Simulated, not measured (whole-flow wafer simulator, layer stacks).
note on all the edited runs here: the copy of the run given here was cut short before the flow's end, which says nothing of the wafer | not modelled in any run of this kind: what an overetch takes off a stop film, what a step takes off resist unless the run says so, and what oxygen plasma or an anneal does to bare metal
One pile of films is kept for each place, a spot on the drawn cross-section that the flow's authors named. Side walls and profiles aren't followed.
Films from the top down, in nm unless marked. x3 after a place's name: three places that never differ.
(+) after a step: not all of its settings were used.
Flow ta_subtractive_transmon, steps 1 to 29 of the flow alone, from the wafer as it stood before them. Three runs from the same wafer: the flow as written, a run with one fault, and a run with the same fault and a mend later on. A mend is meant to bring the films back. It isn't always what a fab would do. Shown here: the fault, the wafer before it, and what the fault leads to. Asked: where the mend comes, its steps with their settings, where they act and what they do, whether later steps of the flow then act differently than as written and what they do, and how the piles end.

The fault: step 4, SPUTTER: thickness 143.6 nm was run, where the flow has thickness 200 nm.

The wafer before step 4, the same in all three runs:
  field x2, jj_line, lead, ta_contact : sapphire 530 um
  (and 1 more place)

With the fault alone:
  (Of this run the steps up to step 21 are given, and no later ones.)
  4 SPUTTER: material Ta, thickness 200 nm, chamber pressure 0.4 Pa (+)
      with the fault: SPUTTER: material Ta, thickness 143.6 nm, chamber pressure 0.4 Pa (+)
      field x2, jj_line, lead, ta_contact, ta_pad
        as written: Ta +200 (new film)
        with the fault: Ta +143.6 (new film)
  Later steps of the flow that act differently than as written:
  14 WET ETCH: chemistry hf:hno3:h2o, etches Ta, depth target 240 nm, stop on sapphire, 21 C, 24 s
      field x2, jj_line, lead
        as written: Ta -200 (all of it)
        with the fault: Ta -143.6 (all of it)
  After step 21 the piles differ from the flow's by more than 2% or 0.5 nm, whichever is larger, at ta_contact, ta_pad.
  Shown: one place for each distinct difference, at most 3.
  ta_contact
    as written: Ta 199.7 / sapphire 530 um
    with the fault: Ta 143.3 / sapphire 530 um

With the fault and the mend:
  The mend comes after step 5.
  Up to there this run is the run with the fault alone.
  5a WET ETCH: chemistry hf:hno3:h2o, etches Ta, depth target 165.1 nm, stop on sapphire, 21 C, 16.51 s
      field x2, jj_line, lead, ta_contact, ta_pad
        Ta -143.6 (all of it)
  5b SPUTTER: material Ta, thickness 200 nm, chamber pressure 0.4 Pa (+) (the flow's step 4 once more)
      field x2, jj_line, lead, ta_contact, ta_pad
        Ta +200 (new film)
  No later step of the flow acts differently than as written at any place that is followed.
  At the end the piles are the same as the flow's at every place that both follow.
